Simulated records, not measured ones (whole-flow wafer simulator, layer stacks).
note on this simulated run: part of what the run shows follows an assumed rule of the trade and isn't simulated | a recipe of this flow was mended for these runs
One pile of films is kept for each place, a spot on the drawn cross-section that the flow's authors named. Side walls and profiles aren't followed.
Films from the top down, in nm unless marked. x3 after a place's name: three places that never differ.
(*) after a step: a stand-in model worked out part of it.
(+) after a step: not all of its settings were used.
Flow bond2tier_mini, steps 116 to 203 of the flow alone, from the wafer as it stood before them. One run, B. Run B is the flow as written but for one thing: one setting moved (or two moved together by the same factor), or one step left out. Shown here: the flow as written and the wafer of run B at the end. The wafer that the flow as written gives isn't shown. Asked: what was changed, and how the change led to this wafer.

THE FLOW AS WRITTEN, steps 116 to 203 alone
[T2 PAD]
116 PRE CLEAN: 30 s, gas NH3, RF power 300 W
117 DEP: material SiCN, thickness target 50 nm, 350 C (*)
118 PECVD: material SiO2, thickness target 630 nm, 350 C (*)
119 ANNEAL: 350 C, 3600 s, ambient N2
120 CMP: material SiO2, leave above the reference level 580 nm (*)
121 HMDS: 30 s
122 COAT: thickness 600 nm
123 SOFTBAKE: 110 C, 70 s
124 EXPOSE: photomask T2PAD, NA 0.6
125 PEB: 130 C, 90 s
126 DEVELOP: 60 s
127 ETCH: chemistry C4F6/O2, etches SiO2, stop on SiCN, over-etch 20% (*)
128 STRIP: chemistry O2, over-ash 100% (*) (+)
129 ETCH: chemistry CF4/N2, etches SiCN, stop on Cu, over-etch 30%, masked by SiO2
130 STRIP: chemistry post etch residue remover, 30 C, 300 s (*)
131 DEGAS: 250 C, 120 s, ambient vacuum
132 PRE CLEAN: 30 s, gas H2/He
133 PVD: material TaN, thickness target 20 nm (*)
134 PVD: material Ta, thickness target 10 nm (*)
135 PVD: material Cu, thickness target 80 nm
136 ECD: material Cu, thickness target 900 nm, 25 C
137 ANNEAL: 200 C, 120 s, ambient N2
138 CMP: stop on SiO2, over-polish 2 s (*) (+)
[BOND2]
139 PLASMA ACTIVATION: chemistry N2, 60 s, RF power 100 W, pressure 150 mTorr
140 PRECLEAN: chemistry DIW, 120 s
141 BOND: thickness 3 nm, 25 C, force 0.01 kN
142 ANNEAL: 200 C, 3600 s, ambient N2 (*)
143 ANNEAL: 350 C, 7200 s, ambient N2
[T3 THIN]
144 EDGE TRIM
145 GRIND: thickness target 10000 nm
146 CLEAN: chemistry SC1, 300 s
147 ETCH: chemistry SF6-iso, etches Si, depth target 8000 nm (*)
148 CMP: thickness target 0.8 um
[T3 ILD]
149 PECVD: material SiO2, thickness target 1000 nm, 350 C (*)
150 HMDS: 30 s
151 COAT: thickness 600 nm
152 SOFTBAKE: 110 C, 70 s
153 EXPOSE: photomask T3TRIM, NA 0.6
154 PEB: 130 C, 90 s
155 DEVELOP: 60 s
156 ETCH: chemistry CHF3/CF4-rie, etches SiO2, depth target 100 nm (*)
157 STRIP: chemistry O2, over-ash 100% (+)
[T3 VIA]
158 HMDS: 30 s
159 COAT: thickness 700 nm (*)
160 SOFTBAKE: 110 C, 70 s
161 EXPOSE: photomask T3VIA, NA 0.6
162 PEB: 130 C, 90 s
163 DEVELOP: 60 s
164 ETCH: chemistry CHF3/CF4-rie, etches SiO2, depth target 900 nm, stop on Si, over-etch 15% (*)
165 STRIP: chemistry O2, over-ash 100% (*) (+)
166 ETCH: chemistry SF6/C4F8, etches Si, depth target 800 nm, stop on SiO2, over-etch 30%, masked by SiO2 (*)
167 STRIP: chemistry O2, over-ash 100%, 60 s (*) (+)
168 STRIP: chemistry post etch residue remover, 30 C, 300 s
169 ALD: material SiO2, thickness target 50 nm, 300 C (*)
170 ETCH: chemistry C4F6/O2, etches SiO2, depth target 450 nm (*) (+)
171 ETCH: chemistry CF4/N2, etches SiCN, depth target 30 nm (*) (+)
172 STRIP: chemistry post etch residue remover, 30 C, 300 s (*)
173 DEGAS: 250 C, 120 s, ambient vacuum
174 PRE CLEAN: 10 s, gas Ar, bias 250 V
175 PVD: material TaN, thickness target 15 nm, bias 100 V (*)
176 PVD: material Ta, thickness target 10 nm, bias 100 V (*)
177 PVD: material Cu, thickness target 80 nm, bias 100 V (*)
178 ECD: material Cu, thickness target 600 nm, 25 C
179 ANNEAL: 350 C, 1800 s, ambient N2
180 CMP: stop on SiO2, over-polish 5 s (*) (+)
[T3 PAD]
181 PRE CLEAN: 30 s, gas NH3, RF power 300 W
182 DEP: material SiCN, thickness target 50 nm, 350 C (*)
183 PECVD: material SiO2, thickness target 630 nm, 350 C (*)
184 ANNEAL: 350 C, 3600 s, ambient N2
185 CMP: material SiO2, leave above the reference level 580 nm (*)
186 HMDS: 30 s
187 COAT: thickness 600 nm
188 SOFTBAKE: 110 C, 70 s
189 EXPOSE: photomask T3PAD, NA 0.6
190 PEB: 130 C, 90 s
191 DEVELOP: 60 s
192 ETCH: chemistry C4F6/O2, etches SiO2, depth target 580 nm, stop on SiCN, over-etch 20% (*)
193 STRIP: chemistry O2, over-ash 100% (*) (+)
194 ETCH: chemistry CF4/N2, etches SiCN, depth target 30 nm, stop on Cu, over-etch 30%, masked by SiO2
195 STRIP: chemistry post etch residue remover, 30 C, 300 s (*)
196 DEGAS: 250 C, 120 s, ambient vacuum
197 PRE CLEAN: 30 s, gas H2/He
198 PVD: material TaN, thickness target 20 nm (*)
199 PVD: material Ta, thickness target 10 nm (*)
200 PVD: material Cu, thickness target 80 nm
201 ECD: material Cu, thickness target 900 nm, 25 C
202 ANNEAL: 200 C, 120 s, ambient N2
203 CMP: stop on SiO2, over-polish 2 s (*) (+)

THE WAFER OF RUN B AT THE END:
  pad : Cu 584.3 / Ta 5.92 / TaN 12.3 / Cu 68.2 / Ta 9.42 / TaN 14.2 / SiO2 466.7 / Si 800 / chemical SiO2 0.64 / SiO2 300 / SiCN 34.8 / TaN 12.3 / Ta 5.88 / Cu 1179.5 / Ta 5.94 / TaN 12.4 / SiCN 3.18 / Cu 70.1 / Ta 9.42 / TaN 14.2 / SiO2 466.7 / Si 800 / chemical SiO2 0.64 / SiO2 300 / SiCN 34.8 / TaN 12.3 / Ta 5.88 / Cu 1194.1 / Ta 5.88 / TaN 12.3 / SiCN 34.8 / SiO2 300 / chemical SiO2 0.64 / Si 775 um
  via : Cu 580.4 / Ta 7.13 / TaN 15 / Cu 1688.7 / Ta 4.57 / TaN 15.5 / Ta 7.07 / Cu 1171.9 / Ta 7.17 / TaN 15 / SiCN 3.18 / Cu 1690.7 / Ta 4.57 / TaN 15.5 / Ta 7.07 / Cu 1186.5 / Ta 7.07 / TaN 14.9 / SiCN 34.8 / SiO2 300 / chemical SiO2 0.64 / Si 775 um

The cause: step 127, ETCH: over-etch 8% was run, where the flow has over-etch 20%.

How the change led to this, step by step:
  127 ETCH: chemistry C4F6/O2, etches SiO2, stop on SiCN, over-etch 20% (*)
      pad, via: SiO2 -580 (all of it), SiCN -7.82 (as written it would be: SiO2 -580 (all of it), SiCN -19.6)
      field: thick-KrF-resist -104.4 (as written it would be: thick-KrF-resist -116)
  128 STRIP: chemistry O2, over-ash 100% (*) (+)
      field: thick-KrF-resist -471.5 (all of it) (as written it would be: thick-KrF-resist -459.9 (all of it))
  129 ETCH: chemistry CF4/N2, etches SiCN, stop on Cu, over-etch 30%, masked by SiO2
      pad, via: SiCN -39 (as written it would be: SiCN -30.4 (all of it), Cu -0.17)
  130 STRIP: chemistry post etch residue remover, 30 C, 300 s (*)
      pad, via: nothing (as written it would be: Cu -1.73)
Counting metal films that touch as one body, pad has 4 bodies (between them, from the top down: SiO2 466.7 / Si 800 / chemical SiO2 0.64 / SiO2 300 / SiCN 34.8; SiCN 3.18; SiO2 466.7 / Si 800 / chemical SiO2 0.64 / SiO2 300 / SiCN 34.8); the flow as written gives 3 bodies (between them, from the top down: SiO2 466.7 / Si 800 / chemical SiO2 0.64 / SiO2 300 / SiCN 34.8; SiO2 466.7 / Si 800 / chemical SiO2 0.64 / SiO2 300 / SiCN 34.8).
Counting metal films that touch as one body, via has 2 bodies (between them, from the top down: SiCN 3.18); the flow as written gives 1 body.
